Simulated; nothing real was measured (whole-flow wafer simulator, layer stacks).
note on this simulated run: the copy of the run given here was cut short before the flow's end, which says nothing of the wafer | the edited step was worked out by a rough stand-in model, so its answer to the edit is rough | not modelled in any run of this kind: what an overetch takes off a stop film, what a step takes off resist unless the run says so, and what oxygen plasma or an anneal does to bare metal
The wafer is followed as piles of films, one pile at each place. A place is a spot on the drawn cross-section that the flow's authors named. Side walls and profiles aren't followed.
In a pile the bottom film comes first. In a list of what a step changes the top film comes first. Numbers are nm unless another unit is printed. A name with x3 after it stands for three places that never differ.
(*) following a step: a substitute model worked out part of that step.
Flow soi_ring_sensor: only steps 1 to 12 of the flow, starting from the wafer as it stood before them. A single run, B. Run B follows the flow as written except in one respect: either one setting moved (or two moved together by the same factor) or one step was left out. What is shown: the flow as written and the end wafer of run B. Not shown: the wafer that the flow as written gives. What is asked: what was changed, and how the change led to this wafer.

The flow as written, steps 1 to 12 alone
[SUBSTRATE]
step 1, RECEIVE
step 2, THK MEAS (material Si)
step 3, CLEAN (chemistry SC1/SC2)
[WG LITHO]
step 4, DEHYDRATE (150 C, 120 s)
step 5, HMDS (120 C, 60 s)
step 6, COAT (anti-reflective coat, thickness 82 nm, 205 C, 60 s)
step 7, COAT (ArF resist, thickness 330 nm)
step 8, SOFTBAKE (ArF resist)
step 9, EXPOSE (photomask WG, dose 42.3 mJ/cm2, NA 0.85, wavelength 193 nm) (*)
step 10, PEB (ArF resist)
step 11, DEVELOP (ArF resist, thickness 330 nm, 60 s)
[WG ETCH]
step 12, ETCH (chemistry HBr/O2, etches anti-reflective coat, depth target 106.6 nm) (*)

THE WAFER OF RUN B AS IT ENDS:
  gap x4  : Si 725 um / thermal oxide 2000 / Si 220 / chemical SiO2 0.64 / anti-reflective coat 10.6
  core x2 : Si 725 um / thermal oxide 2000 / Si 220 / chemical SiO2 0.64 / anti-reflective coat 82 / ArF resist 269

What caused this: step 12, ETCH: depth target 71.4 nm was run, while the flow as written has depth target 106.6 nm.

Step by step, how the change led to this:
  step 12, ETCH (chemistry HBr/O2, etches anti-reflective coat, depth target 106.6 nm) (*)
      gap x4: -71.4 anti-reflective coat (in the flow as written it would be: -82 anti-reflective coat (all of it), -0.64 chemical SiO2 (all of it))
      core x2: -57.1 ArF resist (in the flow as written it would be: -85.3 ArF resist)
